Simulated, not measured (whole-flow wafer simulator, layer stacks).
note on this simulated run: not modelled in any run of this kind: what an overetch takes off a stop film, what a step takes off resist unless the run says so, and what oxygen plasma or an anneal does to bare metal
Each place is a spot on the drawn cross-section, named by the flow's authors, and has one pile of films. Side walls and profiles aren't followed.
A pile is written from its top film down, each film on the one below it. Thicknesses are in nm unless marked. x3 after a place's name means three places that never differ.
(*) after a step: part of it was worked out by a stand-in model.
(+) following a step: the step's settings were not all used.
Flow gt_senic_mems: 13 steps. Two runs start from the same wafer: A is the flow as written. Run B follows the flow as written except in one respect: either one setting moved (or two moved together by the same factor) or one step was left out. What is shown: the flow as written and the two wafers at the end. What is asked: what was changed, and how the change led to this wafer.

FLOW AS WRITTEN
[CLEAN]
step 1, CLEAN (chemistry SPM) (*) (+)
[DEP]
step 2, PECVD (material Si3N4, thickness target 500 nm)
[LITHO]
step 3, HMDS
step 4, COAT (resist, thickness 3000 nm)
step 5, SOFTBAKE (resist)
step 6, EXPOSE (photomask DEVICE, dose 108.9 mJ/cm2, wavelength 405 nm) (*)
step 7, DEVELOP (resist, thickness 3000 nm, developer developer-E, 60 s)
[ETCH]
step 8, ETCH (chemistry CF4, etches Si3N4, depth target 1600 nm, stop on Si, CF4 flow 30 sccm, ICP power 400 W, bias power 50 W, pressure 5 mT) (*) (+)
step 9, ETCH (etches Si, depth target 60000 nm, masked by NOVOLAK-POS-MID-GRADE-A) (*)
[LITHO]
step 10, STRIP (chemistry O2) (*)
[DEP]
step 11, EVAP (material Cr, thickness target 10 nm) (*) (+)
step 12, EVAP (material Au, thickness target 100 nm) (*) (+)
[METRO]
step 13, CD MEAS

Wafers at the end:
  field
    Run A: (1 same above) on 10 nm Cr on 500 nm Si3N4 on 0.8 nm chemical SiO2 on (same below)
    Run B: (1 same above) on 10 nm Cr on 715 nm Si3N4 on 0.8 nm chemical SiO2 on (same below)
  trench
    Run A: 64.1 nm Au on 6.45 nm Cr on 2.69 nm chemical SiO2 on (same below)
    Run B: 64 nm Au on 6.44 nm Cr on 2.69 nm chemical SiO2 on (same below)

The reason: step 2, PECVD: thickness target 715 nm was run, while the flow as written has thickness target 500 nm.
The wafer lets one read it off: field has Si3N4 715, and step 2 as written asks for 500 nm.

Step by step, how the change led to this:
  step 2, PECVD (material Si3N4, thickness target 500 nm)
      field, trench: A +500 Si3N4 (new film) | B +715 Si3N4 (new film)
  step 8, ETCH (chemistry CF4, etches Si3N4, depth target 1600 nm, stop on Si, CF4 flow 30 sccm, ICP power 400 W, bias power 50 W, pressure 5 mT) (*) (+)
      field: A -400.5 resist | B -543.9 resist
      trench: A -500 Si3N4 (all of it), -0.8 chemical SiO2 (all of it) | B -715 Si3N4 (all of it), -0.8 chemical SiO2 (all of it)
  step 10, STRIP (chemistry O2) (*)
      field: A -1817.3 resist (all of it) | B -1674 resist (all of it)
